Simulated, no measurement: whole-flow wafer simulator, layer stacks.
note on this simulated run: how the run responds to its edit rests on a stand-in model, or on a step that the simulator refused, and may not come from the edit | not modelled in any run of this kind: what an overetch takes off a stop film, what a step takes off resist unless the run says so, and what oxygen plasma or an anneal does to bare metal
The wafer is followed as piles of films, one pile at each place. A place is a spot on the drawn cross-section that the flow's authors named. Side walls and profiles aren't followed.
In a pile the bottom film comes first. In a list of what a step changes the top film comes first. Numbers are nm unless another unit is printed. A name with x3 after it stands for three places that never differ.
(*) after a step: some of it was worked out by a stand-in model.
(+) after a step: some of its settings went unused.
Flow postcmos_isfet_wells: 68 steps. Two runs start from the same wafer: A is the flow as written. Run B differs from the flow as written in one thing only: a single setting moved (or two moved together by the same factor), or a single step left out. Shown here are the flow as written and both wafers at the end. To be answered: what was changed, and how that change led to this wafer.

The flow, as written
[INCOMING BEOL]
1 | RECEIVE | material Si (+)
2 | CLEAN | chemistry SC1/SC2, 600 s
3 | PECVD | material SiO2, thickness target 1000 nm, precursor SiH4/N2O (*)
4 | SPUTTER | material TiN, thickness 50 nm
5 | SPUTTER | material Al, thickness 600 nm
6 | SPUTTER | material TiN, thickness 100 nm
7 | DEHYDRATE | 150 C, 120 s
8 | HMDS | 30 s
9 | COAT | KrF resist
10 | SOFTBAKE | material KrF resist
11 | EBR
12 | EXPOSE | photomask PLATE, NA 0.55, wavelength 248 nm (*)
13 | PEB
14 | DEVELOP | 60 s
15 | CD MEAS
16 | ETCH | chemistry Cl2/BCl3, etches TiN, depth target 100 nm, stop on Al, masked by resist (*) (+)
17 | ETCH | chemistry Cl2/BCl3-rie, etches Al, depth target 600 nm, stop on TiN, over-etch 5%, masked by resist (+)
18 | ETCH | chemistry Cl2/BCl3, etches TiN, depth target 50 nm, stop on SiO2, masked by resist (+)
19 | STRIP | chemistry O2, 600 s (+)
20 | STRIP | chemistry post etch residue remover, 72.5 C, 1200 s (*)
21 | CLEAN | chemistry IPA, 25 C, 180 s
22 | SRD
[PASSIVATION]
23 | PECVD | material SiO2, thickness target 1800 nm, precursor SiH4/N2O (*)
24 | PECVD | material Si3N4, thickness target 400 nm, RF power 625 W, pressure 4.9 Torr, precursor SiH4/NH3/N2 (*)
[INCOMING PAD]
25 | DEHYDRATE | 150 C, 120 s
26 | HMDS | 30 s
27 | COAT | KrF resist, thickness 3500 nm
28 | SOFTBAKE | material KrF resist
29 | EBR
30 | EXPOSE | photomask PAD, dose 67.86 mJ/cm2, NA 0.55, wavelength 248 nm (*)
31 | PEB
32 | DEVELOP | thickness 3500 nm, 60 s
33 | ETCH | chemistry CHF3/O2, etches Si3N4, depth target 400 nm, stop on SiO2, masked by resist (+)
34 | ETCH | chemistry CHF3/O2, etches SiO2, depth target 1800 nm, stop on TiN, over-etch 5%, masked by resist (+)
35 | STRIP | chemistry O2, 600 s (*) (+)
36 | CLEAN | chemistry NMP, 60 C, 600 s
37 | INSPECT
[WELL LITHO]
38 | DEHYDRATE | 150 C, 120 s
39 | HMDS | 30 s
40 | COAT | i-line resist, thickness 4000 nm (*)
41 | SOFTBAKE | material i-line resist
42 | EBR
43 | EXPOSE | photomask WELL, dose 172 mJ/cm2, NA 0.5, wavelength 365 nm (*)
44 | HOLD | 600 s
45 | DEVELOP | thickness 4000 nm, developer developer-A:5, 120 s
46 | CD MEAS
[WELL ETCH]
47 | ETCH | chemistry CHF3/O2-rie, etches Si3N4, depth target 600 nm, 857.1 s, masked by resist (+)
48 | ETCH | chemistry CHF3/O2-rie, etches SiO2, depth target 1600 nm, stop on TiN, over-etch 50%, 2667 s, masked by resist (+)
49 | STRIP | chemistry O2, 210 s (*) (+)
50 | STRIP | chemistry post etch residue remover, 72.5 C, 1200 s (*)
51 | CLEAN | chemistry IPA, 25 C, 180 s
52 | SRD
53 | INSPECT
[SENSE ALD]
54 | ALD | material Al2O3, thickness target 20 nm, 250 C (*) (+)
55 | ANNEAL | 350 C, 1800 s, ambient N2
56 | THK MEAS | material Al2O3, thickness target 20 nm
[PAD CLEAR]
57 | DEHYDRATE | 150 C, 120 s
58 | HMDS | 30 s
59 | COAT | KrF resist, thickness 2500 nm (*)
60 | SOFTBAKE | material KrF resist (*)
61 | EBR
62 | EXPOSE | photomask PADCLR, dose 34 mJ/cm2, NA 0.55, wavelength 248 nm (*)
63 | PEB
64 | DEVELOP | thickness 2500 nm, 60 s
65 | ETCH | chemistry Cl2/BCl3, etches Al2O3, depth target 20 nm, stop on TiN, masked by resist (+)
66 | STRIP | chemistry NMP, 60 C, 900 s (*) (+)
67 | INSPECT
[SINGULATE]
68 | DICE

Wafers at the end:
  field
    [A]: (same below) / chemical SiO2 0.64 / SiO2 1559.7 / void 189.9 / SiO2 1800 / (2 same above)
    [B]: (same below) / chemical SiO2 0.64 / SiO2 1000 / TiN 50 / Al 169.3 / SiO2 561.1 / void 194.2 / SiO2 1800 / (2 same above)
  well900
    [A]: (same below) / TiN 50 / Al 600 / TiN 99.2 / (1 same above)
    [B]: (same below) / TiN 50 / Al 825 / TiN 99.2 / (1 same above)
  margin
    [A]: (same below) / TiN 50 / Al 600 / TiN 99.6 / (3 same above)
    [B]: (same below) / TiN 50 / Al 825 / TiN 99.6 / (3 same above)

The reason: step 5, SPUTTER: thickness 825 nm was run, though the flow has thickness 600 nm.
One can read it off the wafer: well900 has Al 825, and step 5 as written asks for 600 nm.

Step by step, how the change led to this:
  5 | SPUTTER | material Al, thickness 600 nm
      field, margin, well900, well1300 x3, pad_rim, pad_clr, pad_open: A +600 Al (new film) | B +825 Al (new film)
  17 | ETCH | chemistry Cl2/BCl3-rie, etches Al, depth target 600 nm, stop on TiN, over-etch 5%, masked by resist (+)
      field: A -600 Al (all of it) | B -600 Al
  18 | ETCH | chemistry Cl2/BCl3, etches TiN, depth target 50 nm, stop on SiO2, masked by resist (+)
      field: A -50 TiN (all of it) | B -50 Al
  20 | STRIP | chemistry post etch residue remover, 72.5 C, 1200 s (*)
      field: A nothing | B -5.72 Al
  23 | PECVD | material SiO2, thickness target 1800 nm, precursor SiH4/N2O (*)
      field: A +1800 SiO2 (new film), +189.9 void (new film), +559.7 SiO2 | B +1800 SiO2 (new film), +194.2 void (new film), +561.1 SiO2 (new film)
With metal films that touch counted as one body, field has 1 body; the flow as written gives 0 bodies.
